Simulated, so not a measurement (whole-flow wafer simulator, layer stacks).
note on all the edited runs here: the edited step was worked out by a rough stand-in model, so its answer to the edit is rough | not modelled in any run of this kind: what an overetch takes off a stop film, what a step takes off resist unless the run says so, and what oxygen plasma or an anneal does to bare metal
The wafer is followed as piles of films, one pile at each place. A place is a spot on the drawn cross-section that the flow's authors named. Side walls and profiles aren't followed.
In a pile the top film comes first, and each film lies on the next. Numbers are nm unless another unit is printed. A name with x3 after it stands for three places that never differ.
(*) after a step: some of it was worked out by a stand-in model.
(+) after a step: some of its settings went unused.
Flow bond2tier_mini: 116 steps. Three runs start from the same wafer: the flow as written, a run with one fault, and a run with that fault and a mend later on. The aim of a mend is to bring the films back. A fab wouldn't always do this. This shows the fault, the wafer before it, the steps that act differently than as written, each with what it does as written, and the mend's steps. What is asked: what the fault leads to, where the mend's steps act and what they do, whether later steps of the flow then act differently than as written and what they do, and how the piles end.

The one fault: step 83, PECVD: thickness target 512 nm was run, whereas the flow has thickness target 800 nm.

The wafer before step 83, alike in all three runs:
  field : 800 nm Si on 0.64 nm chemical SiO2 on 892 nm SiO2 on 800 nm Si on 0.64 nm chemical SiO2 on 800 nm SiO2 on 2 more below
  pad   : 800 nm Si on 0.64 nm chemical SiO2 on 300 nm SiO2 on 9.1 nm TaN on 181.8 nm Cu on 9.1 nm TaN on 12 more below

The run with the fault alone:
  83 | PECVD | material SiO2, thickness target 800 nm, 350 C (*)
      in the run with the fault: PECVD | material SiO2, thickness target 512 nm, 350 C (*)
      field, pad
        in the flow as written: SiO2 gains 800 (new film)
        in the run with the fault: SiO2 gains 512 (new film)
  Steps further on in the flow that do not act as written:
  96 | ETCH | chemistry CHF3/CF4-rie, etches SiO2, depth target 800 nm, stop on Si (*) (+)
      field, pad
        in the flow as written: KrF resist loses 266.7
        in the run with the fault: KrF resist loses 237.5
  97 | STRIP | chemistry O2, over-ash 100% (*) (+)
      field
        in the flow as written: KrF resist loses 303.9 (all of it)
        in the run with the fault: KrF resist loses 333.1 (all of it)
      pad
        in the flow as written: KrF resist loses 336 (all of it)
        in the run with the fault: KrF resist loses 365.1 (all of it)
  By the end, the piles at field, pad depart from the flow's by more than 2% or 0.5 nm, whichever is larger.
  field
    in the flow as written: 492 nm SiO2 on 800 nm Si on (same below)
    in the run with the fault: 204 nm SiO2 on 800 nm Si on (same below)
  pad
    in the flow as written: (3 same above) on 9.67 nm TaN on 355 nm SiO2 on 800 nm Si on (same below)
    in the run with the fault: (3 same above) on 9.67 nm TaN on 67 nm SiO2 on 800 nm Si on (same below)

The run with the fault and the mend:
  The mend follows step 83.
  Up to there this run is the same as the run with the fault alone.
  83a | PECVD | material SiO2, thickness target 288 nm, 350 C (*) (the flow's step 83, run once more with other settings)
      field, pad
        SiO2 gains 288
  Later steps of the flow that are run all act as written at every place that is followed.
  The piles end the same as the flow's at every place that both follow.
